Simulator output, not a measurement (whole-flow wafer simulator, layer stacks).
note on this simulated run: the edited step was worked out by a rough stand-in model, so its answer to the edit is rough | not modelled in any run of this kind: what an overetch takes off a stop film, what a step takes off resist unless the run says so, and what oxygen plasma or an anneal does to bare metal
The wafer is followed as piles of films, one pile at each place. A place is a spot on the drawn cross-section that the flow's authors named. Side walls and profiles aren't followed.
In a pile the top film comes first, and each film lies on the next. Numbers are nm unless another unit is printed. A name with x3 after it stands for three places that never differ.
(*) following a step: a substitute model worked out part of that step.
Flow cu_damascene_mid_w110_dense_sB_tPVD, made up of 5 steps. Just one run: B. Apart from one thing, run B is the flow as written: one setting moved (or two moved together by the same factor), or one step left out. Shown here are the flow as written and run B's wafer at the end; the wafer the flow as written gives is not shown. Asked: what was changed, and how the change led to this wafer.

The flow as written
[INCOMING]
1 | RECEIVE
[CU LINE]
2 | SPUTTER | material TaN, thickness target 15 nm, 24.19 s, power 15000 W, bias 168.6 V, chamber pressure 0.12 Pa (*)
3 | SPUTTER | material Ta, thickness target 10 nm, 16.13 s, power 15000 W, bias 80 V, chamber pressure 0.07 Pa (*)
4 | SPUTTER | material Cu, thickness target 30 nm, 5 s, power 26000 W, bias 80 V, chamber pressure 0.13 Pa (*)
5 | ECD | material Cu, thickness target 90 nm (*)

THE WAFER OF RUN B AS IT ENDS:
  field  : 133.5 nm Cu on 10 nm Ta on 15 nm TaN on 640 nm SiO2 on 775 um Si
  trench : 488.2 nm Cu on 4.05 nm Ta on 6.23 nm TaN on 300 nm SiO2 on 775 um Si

Cause: step 4, SPUTTER: thickness target 43.5 nm was run, whereas the flow has thickness target 30 nm; step 4, SPUTTER: 7.25 s was run, where the flow has 5 s.

Step by step, how the change led to this:
  4 | SPUTTER | material Cu, thickness target 30 nm, 5 s, power 26000 W, bias 80 V, chamber pressure 0.13 Pa (*)
      field: +43.5 Cu (new film) (as written it would have been: +30 Cu (new film))
      trench: +18.1 Cu (new film) (as written it would have been: +12.5 Cu (new film))
